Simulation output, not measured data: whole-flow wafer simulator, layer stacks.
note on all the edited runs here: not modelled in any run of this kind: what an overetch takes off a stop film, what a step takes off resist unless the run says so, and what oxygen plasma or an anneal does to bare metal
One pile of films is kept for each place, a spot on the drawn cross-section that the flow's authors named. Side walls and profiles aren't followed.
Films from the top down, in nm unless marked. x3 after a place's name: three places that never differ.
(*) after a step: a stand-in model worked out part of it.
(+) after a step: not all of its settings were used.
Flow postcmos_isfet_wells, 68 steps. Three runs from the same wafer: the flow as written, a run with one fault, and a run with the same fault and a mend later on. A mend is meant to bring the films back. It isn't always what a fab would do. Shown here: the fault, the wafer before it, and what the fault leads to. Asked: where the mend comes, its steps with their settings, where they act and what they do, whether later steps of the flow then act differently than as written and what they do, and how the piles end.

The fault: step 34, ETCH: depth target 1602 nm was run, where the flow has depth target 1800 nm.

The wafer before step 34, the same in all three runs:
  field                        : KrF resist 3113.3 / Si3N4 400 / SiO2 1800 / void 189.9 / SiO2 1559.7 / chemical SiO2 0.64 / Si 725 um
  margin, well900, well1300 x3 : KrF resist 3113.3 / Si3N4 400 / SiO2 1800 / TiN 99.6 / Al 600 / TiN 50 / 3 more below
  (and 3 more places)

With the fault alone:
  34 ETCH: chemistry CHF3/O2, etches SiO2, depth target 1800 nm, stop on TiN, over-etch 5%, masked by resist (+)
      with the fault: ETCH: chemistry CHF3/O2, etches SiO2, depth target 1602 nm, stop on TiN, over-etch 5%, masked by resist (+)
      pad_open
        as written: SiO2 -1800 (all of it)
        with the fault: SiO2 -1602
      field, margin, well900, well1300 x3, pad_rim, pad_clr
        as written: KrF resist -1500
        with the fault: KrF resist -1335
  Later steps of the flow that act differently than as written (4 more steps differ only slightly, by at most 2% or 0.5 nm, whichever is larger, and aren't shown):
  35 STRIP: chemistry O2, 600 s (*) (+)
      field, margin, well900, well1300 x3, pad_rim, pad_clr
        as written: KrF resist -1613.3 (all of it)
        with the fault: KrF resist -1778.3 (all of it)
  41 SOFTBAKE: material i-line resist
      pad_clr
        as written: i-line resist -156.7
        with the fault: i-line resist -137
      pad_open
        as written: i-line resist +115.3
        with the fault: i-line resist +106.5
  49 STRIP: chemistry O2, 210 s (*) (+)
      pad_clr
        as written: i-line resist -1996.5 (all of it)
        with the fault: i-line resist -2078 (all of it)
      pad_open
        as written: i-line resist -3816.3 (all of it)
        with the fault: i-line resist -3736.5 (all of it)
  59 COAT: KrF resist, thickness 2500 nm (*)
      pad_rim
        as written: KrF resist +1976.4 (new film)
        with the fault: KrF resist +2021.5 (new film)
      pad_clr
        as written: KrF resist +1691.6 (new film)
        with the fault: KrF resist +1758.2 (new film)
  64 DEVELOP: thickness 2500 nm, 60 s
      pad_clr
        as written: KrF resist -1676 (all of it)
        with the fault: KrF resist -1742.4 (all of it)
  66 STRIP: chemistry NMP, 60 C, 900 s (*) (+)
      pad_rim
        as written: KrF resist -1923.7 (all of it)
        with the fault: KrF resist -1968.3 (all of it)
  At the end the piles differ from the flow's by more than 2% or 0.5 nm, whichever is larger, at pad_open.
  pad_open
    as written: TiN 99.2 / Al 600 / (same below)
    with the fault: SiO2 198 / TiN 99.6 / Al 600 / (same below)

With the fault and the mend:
  The mend comes after step 34.
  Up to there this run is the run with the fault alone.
  34a ETCH: chemistry CHF3/O2, etches SiO2, depth target 198 nm, stop on TiN, over-etch 5%, masked by resist (the flow's step 34 once more, with other settings)
      field, margin, well900, well1300 x3, pad_rim, pad_clr
        KrF resist -165
      pad_open
        SiO2 -198 (all of it)
  No later step of the flow acts differently than as written at any place that is followed.
  At the end the piles are the same as the flow's at every place that both follow.
